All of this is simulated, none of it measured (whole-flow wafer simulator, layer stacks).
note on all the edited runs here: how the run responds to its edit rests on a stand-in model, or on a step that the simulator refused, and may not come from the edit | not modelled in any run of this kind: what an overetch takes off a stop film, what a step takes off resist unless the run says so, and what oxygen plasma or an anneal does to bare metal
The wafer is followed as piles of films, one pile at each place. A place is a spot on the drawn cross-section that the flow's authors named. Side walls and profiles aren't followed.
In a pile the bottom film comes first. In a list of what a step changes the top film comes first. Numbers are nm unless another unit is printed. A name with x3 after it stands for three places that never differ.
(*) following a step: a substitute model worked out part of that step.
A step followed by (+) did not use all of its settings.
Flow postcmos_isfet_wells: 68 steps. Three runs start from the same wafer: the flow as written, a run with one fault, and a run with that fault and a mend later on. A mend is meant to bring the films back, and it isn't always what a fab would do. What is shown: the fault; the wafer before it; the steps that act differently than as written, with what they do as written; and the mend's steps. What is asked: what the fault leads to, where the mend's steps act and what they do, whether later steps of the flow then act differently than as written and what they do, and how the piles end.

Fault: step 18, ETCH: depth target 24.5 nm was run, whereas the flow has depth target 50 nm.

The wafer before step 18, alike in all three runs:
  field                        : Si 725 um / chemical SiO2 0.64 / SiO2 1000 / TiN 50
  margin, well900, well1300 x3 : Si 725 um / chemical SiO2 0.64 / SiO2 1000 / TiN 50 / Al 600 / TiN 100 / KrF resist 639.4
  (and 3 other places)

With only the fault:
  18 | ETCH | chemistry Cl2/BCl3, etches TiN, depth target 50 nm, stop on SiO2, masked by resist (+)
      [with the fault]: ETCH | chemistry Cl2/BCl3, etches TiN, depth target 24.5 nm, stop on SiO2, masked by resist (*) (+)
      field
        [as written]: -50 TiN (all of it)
        [with the fault]: -24.5 TiN
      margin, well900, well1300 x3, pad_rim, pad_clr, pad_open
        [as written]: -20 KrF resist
        [with the fault]: -9.8 KrF resist
  Steps later in the flow that act otherwise than as written (not shown: 2 more steps that differ only slightly, by at most 2% or 0.5 nm, whichever is larger):
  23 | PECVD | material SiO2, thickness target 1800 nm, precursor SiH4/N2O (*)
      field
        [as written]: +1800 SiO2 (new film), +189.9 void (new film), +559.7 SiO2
        [with the fault]: +1800 SiO2 (new film), +171.1 void (new film), +553.4 SiO2 (new film)
  At field, the piles at the end differ from the flow's by more than 2% or 0.5 nm, whichever is larger.
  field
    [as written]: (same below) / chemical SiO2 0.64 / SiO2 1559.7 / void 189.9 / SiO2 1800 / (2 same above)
    [with the fault]: (same below) / chemical SiO2 0.64 / SiO2 1000 / TiN 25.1 / SiO2 553.4 / void 171.1 / SiO2 1800 / (2 same above)

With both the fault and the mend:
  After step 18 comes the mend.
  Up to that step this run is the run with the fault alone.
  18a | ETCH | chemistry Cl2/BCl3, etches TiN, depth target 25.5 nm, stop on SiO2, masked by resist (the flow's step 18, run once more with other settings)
      margin, well900, well1300 x3, pad_rim, pad_clr, pad_open
        -10.2 KrF resist
      field
        -25.5 TiN (all of it)
  None of the later steps of the flow acts differently than as written at any place that is followed.
  By the end, the piles equal the flow's at every place that both follow.
